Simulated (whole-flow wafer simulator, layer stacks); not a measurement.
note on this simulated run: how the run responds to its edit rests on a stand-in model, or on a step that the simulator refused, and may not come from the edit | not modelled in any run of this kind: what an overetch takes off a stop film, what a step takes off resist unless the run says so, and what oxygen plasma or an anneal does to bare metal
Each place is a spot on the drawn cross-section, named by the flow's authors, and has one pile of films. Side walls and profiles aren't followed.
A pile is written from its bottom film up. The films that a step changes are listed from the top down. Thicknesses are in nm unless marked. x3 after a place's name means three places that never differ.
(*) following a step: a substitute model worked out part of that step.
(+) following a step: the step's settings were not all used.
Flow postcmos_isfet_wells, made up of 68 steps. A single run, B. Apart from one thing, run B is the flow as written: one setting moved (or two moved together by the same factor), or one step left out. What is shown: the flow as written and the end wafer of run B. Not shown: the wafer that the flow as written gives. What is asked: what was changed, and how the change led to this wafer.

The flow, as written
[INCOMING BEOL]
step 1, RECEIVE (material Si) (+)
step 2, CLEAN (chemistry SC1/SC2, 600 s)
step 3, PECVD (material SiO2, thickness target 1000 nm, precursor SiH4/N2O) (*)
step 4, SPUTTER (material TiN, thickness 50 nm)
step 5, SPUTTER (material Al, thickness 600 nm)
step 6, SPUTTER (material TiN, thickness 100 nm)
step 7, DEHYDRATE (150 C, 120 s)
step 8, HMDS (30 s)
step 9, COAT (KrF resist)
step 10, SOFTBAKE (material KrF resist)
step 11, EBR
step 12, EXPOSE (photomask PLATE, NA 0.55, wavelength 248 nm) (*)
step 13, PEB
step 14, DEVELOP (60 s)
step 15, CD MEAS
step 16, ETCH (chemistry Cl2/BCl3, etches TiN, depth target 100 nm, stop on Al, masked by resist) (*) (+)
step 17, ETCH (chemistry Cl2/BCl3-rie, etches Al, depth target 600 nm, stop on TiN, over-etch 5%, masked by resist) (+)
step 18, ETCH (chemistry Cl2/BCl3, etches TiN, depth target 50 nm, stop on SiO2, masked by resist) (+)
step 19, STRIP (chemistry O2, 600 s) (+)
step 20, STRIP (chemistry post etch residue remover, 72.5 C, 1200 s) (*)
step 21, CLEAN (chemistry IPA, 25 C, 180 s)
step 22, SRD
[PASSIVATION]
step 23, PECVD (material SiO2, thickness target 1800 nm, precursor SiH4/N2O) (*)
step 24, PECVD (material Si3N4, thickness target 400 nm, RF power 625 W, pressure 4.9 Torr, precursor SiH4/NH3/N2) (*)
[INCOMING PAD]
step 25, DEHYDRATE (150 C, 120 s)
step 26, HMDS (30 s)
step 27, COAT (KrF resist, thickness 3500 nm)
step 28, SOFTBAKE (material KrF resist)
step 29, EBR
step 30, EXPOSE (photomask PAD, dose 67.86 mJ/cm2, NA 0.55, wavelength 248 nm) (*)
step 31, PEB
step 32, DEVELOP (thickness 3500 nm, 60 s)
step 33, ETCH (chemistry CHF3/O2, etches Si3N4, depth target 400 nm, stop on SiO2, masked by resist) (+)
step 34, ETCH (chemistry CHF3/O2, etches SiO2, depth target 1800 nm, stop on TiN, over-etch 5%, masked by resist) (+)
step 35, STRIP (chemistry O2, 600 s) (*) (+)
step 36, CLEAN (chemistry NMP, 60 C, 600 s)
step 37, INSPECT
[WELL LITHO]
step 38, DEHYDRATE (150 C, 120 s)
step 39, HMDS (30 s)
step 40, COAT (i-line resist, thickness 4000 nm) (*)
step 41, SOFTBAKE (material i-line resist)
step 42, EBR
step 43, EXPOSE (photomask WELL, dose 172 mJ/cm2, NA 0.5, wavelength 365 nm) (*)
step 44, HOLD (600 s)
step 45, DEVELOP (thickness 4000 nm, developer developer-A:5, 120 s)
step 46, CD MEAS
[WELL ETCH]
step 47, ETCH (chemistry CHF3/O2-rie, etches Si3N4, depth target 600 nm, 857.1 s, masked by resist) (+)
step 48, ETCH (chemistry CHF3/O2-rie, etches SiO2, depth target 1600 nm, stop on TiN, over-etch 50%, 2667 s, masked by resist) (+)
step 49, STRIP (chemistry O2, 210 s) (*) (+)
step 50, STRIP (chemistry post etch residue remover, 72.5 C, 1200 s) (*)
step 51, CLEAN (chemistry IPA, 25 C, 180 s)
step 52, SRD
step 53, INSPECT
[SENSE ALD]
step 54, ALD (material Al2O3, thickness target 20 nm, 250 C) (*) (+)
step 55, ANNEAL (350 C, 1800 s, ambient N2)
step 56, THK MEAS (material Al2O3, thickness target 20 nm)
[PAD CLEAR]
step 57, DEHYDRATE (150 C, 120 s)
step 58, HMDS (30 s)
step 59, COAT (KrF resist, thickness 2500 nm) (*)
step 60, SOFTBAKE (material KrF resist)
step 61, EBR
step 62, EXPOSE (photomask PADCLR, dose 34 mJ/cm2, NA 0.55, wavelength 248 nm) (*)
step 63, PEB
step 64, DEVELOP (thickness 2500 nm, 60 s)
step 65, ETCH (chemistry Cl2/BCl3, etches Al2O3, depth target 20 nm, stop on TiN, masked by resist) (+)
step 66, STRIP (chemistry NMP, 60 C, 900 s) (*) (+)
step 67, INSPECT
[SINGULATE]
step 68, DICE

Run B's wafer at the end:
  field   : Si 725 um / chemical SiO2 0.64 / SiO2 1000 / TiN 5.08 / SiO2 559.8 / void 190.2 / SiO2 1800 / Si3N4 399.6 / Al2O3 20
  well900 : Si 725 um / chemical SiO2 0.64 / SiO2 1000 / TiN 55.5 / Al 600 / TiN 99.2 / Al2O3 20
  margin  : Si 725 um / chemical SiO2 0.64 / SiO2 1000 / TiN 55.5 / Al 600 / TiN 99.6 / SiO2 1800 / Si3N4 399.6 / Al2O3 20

The reason: step 4, SPUTTER: thickness 55.5 nm was run, whereas the flow has thickness 50 nm.
One can read it off the wafer: well900 has TiN 55.5, and step 4 as written asks for 50 nm.

The path from the change to this, step by step:
  step 4, SPUTTER (material TiN, thickness 50 nm)
      field, margin, well900, well1300 x3, pad_rim, pad_clr, pad_open: TiN gains 55.5 (new film) (as written it would have been: TiN gains 50 (new film))
  step 18, ETCH (chemistry Cl2/BCl3, etches TiN, depth target 50 nm, stop on SiO2, masked by resist) (+)
      field: TiN loses 50 (as written it would have been: TiN loses 50 (all of it))
  step 23, PECVD (material SiO2, thickness target 1800 nm, precursor SiH4/N2O) (*)
      field: SiO2 gains 1800 (new film), void gains 190.2 (new film), SiO2 gains 559.8 (new film) (as written it would have been: SiO2 gains 1800 (new film), void gains 189.9 (new film), SiO2 gains 559.7)
If metal films that touch count as one body, field has 1 body; the flow as written gives 0 bodies.
